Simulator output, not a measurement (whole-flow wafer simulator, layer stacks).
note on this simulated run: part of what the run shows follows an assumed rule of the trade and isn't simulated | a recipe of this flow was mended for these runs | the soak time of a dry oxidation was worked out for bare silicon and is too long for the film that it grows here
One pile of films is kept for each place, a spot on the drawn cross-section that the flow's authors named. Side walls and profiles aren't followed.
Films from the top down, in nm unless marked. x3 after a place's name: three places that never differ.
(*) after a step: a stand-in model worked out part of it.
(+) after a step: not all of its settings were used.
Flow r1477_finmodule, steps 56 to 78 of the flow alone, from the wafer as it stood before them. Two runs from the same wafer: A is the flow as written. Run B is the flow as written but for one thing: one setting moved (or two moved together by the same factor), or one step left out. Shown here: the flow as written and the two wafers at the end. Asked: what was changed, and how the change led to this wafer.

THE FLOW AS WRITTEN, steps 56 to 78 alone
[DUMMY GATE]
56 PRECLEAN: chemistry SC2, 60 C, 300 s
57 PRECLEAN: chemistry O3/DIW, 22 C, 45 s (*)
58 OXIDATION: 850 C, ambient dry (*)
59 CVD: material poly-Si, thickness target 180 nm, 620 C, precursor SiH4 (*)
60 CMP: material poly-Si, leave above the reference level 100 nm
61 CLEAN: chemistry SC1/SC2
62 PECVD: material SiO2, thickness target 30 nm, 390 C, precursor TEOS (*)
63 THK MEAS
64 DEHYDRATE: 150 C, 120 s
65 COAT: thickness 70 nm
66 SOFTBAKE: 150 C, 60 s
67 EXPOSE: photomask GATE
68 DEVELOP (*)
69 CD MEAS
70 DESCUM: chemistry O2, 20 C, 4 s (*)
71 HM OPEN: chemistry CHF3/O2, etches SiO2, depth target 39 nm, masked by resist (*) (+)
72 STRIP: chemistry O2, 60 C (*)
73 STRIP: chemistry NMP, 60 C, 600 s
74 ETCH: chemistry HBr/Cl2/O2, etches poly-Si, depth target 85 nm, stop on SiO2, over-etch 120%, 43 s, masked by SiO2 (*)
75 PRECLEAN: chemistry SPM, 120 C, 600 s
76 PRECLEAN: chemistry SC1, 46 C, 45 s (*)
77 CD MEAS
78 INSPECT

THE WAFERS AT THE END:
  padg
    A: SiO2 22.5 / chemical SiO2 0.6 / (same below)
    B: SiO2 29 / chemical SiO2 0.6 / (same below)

The cause: step 62, PECVD: thickness target 36.5 nm was run, where the flow has thickness target 30 nm.

How the change led to this, step by step:
  62 PECVD: material SiO2, thickness target 30 nm, 390 C, precursor TEOS (*)
      pad, padg, elg x7 and 27 more: A SiO2 +30 (new film) | B SiO2 +36.5 (new film)
  71 HM OPEN: chemistry CHF3/O2, etches SiO2, depth target 39 nm, masked by resist (*) (+)
      pad, elo x7, eso x6, e200so, s40co x3: A SiO2 -30 (all of it), chemical SiO2 -0.6 (all of it), poly-Si -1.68 | B SiO2 -36.5 (all of it), chemical SiO2 -0.6 (all of it), poly-Si -0.38
